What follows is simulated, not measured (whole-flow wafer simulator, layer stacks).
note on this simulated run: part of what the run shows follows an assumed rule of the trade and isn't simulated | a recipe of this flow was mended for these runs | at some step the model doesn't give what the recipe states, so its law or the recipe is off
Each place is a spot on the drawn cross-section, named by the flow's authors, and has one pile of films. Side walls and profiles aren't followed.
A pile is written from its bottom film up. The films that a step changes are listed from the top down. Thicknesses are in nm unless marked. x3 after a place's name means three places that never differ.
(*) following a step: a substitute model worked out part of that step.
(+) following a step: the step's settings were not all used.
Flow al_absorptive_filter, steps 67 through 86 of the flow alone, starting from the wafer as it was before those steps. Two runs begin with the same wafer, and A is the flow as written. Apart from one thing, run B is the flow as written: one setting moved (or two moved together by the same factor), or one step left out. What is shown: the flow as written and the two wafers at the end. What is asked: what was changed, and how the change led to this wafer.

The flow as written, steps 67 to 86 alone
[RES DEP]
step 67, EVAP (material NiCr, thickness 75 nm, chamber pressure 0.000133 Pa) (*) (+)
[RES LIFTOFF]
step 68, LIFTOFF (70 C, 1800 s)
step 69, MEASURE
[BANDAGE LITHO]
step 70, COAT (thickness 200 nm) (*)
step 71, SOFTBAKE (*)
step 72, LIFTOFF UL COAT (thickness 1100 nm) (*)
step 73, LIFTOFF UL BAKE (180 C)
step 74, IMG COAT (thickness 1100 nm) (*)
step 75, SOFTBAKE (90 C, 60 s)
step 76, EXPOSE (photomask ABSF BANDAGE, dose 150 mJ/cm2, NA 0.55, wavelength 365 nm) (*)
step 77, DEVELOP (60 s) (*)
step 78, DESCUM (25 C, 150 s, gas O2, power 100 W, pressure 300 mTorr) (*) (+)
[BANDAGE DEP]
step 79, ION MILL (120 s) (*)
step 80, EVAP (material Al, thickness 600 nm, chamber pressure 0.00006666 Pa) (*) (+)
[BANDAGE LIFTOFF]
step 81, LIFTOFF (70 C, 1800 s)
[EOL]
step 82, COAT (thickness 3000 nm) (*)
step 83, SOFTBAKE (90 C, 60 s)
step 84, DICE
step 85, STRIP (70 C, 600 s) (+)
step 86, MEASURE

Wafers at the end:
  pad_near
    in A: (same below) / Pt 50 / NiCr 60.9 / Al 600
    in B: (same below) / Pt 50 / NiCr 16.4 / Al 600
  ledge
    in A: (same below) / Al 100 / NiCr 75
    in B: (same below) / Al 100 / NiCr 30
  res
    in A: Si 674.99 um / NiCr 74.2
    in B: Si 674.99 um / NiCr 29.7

Cause: step 67, EVAP: thickness 30 nm was run, whereas the flow has thickness 75 nm.
The wafer lets one read it off: ledge has NiCr 30, and step 67 as written asks for 75 nm.

Step by step, how the change led to this:
  step 67, EVAP (material NiCr, thickness 75 nm, chamber pressure 0.000133 Pa) (*) (+)
      gnd, pad_far, ledge and 9 more: A NiCr gains 75 (new film) | B NiCr gains 30 (new film)
      pad_near, res: A NiCr gains 74.2 (new film) | B NiCr gains 29.7 (new film)
  step 68, LIFTOFF (70 C, 1800 s)
      xa_field, xl_land, idc_field: A NiCr loses 75 (all of it), i-line-resist loses 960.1 (all of it), lift-off-underlayer loses 1100 (all of it), acrylic-e-beam-resist loses 200 (all of it) | B NiCr loses 30 (all of it), i-line-resist loses 960.1 (all of it), lift-off-underlayer loses 1100 (all of it), acrylic-e-beam-resist loses 200 (all of it)
      gnd: A NiCr loses 75 (all of it), i-line-resist loses 959.5 (all of it), lift-off-underlayer loses 1100.9 (all of it), acrylic-e-beam-resist loses 200.6 (all of it) | B NiCr loses 30 (all of it), i-line-resist loses 959.5 (all of it), lift-off-underlayer loses 1100.9 (all of it), acrylic-e-beam-resist loses 200.6 (all of it)
      (as well as at 7 more places)
  step 70, COAT (thickness 200 nm) (*)
      pad_near: A acrylic-e-beam-resist gains 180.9 (new film) | B acrylic-e-beam-resist gains 188.1 (new film)
      res: A acrylic-e-beam-resist gains 218.1 (new film) | B acrylic-e-beam-resist gains 226.4 (new film)
  step 78, DESCUM (25 C, 150 s, gas O2, power 100 W, pressure 300 mTorr) (*) (+)
      pad_near: A acrylic-e-beam-resist loses 180.9 (all of it) | B acrylic-e-beam-resist loses 188.1 (all of it)
  step 81, LIFTOFF (70 C, 1800 s)
      res: A Al loses 600 (all of it), i-line-resist loses 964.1 (all of it), lift-off-underlayer loses 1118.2 (all of it), acrylic-e-beam-resist loses 218.1 (all of it) | B Al loses 600 (all of it), i-line-resist loses 977.2 (all of it), lift-off-underlayer loses 1136 (all of it), acrylic-e-beam-resist loses 226.4 (all of it)
  step 83, SOFTBAKE (90 C, 60 s)
      res: A i-line-resist loses 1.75 | B i-line-resist gains 0.87
      gnd: A i-line-resist gains 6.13 | B i-line-resist gains 4.81
      (as well as at 2 more places)
